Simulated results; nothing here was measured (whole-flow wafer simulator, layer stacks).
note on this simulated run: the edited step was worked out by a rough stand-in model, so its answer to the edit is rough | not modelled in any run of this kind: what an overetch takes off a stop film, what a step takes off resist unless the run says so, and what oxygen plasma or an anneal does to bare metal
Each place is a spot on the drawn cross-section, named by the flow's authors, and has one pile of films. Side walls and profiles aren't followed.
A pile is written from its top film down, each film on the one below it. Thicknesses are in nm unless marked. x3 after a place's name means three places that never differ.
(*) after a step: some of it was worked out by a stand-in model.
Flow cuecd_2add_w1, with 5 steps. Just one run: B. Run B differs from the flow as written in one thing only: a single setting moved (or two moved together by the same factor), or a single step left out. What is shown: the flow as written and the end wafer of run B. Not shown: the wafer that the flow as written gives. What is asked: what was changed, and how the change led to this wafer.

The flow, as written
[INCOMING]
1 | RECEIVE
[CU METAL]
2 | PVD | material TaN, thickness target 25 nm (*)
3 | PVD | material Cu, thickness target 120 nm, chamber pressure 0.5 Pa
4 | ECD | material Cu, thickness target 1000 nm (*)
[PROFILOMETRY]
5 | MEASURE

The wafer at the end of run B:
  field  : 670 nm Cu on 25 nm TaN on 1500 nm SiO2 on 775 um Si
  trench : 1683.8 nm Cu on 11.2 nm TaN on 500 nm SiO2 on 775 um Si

The reason: step 4, ECD: thickness target 550 nm was run, while the flow as written has thickness target 1000 nm.

The path from the change to this, step by step:
  4 | ECD | material Cu, thickness target 1000 nm (*)
      field: +550 Cu (it would be, as written: +1000 Cu)
      trench: +1630.2 Cu (it would be, as written: +2080.2 Cu)
